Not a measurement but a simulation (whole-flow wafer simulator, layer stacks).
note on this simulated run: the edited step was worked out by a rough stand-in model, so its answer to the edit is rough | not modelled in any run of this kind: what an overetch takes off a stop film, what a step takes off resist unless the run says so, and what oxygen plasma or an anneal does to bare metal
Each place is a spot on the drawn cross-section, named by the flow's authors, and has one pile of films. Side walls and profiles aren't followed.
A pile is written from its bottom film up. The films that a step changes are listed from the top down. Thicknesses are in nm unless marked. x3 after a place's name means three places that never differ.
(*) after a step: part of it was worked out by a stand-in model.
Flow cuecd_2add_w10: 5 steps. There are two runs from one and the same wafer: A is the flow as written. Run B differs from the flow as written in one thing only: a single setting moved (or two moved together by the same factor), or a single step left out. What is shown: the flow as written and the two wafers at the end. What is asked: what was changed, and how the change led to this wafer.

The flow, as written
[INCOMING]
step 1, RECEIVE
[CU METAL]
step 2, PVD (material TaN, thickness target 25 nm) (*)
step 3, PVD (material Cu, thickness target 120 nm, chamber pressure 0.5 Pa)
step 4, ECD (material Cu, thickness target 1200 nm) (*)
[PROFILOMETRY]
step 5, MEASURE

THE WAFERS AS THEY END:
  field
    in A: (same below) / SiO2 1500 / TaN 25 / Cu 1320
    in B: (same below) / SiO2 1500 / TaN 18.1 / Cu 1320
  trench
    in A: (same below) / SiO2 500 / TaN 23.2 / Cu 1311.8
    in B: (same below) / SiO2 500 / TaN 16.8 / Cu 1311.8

The reason: step 2, PVD: thickness target 18.1 nm was run, though the flow has thickness target 25 nm.
One can read it off the wafer: field has TaN 18.1, and step 2 as written asks for 25 nm.

Step by step, how the change led to this:
  step 2, PVD (material TaN, thickness target 25 nm) (*)
      field: A +25 TaN (new film) | B +18.1 TaN (new film)
      trench: A +23.2 TaN (new film) | B +16.8 TaN (new film)
